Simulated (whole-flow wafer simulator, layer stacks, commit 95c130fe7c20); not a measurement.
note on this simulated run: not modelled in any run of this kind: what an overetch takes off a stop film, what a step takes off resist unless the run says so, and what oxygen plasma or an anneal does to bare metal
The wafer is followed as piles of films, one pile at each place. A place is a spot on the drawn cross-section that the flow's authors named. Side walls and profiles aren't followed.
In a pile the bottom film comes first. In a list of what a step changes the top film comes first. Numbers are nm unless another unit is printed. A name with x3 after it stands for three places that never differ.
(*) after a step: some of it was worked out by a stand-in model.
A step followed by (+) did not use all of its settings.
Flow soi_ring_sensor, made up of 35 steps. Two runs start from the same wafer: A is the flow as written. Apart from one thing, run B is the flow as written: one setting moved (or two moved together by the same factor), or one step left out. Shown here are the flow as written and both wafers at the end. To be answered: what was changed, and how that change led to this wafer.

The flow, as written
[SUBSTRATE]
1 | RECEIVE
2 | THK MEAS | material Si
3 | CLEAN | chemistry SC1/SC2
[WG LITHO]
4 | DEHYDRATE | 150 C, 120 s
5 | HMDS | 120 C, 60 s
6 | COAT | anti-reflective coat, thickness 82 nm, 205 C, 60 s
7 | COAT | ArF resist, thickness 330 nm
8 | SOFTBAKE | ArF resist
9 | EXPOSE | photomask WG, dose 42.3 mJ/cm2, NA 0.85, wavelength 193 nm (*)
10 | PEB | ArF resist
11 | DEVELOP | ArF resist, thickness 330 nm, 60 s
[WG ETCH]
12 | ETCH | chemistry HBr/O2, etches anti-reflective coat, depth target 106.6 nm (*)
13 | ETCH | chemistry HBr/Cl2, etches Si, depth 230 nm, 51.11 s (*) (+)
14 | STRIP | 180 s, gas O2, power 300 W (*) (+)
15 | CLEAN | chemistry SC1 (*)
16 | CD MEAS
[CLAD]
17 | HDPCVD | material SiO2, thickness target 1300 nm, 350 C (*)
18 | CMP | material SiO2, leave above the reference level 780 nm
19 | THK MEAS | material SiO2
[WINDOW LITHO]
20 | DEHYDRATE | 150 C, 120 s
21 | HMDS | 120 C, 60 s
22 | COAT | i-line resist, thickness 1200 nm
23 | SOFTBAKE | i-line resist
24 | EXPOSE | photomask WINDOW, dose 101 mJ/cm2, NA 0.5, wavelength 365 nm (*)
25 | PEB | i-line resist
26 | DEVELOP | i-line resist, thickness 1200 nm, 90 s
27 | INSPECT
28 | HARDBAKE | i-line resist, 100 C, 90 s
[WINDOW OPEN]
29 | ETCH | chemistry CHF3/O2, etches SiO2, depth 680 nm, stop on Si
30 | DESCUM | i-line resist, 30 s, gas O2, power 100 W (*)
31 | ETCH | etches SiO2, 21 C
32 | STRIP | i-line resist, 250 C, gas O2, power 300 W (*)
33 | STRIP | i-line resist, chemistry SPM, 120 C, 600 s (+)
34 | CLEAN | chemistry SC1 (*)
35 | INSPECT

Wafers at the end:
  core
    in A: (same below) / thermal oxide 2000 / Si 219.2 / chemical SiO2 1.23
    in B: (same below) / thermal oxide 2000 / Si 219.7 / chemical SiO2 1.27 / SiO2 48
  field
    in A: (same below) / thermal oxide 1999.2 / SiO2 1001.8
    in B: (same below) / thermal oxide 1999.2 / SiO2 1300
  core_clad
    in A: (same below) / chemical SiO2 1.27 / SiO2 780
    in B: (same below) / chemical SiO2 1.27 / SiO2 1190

What caused this: step 18, CMP: leave above the reference level 1190 nm was run, whereas the flow has leave above the reference level 780 nm.
The wafer itself shows it: core_clad has SiO2 1190, and step 18 as written asks for 780 nm.

The path from the change to this, step by step:
  18 | CMP | material SiO2, leave above the reference level 780 nm
      gap, window, field, gap_clad: A SiO2 loses 298.2 | B nothing
      core, core_clad: A SiO2 loses 520 | B SiO2 loses 110
  22 | COAT | i-line resist, thickness 1200 nm
      core, core_clad: A i-line resist gains 1200 (new film) | B i-line resist gains 1103 (new film)
  23 | SOFTBAKE | i-line resist
      core, core_clad: A nothing | B i-line resist loses 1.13
      gap, gap_clad: A nothing | B i-line resist loses 1.44
  25 | PEB | i-line resist
      core, core_clad: A i-line resist loses 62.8 | B i-line resist loses 57.5
  26 | DEVELOP | i-line resist, thickness 1200 nm, 90 s
      core: A i-line resist loses 1137.2 (all of it) | B i-line resist loses 1044.4 (all of it)
  31 | ETCH | etches SiO2, 21 C
      core: A SiO2 loses 100 (all of it), chemical SiO2 loses 1.27 (all of it) | B SiO2 loses 462
  32 | STRIP | i-line resist, 250 C, gas O2, power 300 W (*)
      core: A chemical SiO2 gains 1.23 (new film), Si loses 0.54 | B nothing
      core_clad: A i-line resist loses 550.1 (all of it) | B i-line resist loses 457.5 (all of it)
